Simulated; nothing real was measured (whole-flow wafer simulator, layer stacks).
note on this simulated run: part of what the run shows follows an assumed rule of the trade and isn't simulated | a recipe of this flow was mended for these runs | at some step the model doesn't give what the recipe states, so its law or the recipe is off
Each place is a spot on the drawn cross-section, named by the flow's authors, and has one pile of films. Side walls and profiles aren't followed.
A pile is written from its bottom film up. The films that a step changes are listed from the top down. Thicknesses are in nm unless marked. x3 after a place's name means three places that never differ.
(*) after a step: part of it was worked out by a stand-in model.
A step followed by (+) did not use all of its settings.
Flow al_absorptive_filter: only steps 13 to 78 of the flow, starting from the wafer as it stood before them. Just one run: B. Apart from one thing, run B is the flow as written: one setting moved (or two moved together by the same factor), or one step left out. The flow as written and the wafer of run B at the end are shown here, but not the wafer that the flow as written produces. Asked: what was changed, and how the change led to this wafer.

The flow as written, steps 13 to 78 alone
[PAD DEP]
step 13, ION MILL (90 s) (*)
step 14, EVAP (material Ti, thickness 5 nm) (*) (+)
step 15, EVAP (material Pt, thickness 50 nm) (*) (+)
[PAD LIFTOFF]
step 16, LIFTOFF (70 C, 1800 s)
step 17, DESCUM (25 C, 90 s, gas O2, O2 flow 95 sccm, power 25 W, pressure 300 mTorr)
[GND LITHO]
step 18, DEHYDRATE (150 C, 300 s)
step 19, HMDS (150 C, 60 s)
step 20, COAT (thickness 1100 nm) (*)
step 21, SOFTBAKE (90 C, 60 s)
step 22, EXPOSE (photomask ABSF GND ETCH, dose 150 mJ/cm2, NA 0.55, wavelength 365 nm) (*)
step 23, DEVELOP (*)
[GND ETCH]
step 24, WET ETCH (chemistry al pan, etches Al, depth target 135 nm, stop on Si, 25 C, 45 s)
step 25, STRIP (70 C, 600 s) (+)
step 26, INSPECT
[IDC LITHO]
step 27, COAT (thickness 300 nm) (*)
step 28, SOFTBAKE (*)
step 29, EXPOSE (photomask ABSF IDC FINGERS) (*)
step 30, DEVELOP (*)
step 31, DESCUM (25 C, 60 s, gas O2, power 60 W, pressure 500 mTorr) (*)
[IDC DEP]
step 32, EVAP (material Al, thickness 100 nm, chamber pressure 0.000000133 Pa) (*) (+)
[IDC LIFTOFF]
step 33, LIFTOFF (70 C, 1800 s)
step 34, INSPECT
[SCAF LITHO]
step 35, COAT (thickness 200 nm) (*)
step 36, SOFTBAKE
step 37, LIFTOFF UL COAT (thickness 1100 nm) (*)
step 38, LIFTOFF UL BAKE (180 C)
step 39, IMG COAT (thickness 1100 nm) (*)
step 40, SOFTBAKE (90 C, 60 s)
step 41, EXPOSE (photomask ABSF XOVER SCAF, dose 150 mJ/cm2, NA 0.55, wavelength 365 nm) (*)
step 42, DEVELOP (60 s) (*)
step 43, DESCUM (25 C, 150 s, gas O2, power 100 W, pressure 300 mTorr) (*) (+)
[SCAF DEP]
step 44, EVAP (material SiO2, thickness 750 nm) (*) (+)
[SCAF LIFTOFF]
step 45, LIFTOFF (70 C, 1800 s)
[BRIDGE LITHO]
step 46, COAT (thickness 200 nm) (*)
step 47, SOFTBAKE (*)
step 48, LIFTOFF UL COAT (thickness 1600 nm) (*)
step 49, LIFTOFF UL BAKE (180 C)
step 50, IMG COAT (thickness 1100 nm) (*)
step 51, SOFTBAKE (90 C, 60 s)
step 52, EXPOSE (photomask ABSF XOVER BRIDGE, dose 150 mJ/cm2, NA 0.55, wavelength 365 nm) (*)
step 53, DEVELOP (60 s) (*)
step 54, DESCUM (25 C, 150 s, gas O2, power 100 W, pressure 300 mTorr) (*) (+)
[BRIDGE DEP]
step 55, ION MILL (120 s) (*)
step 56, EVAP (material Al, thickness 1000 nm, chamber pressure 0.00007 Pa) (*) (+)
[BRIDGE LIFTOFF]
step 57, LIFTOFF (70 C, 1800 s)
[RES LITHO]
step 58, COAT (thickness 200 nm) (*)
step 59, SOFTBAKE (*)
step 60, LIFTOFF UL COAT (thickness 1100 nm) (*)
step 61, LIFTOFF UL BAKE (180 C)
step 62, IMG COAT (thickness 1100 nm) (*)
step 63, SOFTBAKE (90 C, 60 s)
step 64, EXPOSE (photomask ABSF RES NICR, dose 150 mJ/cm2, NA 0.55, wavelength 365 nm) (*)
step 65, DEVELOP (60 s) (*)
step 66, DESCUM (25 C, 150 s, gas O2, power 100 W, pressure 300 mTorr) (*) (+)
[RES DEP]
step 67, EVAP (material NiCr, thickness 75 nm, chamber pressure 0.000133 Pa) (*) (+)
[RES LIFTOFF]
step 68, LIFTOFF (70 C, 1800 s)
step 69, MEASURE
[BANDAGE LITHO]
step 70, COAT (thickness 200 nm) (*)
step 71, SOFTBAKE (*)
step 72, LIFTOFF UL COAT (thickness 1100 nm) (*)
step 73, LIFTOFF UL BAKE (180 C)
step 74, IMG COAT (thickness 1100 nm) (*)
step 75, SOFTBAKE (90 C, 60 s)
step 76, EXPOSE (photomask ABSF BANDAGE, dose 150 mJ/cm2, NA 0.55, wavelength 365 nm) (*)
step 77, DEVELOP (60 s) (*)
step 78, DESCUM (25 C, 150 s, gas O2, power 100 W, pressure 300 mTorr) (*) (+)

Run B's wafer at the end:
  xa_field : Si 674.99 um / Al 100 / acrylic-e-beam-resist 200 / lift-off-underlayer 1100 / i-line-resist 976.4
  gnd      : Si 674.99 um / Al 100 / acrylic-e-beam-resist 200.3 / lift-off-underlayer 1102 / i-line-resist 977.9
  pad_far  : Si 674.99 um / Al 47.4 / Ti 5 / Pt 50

The reason: step 13, ION MILL: 117 s was run, whereas the flow has 90 s.

How this came from the change, step by step:
  step 13, ION MILL (90 s) (*)
      gnd, ledge, res and 9 more: i-line-resist loses 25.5 (in the flow as written it would be: i-line-resist loses 19.6)
      pad_far, pad_near: Al loses 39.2 (in the flow as written it would be: Al loses 30.2)
